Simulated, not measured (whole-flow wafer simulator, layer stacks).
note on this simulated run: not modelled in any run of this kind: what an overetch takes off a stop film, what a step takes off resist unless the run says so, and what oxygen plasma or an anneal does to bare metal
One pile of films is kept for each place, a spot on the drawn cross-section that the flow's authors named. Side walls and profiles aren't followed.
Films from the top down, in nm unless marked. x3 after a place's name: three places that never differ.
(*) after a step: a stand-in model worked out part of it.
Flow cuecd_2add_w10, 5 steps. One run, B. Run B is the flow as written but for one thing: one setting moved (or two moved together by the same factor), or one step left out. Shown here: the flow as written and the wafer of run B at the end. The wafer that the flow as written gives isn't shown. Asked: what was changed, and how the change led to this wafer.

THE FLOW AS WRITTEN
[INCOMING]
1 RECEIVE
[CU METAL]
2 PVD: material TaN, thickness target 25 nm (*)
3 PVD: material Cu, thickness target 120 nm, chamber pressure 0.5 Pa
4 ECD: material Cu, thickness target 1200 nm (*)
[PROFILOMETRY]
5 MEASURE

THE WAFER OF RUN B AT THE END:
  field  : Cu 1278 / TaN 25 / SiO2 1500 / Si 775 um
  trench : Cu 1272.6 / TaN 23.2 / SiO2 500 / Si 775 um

The cause: step 3, PVD: thickness target 78 nm was run, where the flow has thickness target 120 nm.

How the change led to this, step by step:
  3 PVD: material Cu, thickness target 120 nm, chamber pressure 0.5 Pa
      field: Cu +78 (new film) (as written it would be: Cu +120 (new film))
      trench: Cu +72.6 (new film) (as written it would be: Cu +111.8 (new film))
